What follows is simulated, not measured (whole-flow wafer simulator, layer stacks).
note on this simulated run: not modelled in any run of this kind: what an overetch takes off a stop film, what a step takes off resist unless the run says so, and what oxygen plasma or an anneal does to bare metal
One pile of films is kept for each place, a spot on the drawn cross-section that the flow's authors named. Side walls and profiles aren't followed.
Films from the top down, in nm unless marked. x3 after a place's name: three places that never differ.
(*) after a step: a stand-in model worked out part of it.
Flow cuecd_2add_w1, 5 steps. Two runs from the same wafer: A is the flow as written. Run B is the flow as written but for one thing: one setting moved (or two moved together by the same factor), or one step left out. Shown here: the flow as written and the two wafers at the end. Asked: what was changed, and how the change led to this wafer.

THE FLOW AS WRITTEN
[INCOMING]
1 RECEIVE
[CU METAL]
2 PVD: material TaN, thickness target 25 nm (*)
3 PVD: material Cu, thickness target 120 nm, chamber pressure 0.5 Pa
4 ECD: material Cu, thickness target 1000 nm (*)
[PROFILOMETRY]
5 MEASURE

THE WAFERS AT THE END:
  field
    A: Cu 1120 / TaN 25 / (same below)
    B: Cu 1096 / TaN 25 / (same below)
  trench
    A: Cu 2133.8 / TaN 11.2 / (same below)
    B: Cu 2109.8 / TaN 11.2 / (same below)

The cause: step 3, PVD: thickness target 96 nm was run, where the flow has thickness target 120 nm.

How the change led to this, step by step:
  3 PVD: material Cu, thickness target 120 nm, chamber pressure 0.5 Pa
      field: A Cu +120 (new film) | B Cu +96 (new film)
      trench: A Cu +53.6 (new film) | B Cu +43.2 (new film)
